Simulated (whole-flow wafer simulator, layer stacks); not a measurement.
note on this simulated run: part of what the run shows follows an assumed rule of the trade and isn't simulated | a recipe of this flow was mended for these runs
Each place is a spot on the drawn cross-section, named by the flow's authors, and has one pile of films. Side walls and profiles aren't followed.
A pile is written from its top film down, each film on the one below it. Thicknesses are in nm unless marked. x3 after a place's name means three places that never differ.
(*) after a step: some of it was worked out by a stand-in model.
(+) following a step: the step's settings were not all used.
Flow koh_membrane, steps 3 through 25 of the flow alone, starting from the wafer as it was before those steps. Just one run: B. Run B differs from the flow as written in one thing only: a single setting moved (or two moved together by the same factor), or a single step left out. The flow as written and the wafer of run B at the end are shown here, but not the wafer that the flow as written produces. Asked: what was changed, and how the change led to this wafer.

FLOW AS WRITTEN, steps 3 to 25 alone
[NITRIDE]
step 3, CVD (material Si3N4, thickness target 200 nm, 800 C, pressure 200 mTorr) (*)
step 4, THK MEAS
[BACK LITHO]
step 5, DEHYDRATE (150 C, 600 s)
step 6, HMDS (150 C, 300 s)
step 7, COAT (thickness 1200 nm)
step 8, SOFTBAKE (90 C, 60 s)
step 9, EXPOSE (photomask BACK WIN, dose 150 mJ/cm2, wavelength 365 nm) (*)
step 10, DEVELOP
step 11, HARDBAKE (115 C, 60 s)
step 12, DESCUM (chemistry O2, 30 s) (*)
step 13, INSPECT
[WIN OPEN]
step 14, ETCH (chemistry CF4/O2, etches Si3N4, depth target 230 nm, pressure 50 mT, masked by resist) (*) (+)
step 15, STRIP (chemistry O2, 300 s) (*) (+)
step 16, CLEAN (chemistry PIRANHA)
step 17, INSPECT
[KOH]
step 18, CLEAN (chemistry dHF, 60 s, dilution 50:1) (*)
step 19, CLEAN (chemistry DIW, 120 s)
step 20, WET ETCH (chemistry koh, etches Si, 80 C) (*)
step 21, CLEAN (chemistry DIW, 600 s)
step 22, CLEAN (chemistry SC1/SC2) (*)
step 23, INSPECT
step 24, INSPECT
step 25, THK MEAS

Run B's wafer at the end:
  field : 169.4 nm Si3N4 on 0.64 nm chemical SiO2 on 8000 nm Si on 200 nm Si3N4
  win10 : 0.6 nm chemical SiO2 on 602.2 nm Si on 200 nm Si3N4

What caused this: step 3, CVD: thickness target 171 nm was run, whereas the flow has thickness target 200 nm.

How this came from the change, step by step:
  step 3, CVD (material Si3N4, thickness target 200 nm, 800 C, pressure 200 mTorr) (*)
      field, win20 x4, win10: Si3N4 gains 171 (new film) (as written it would have been: Si3N4 gains 200 (new film))
  step 14, ETCH (chemistry CF4/O2, etches Si3N4, depth target 230 nm, pressure 50 mT, masked by resist) (*) (+)
      win20 x4, win10: Si3N4 loses 171 (all of it), chemical SiO2 loses 0.64 (all of it), Si loses 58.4 (as written it would have been: Si3N4 loses 200 (all of it), chemical SiO2 loses 0.64 (all of it), Si loses 29.4)
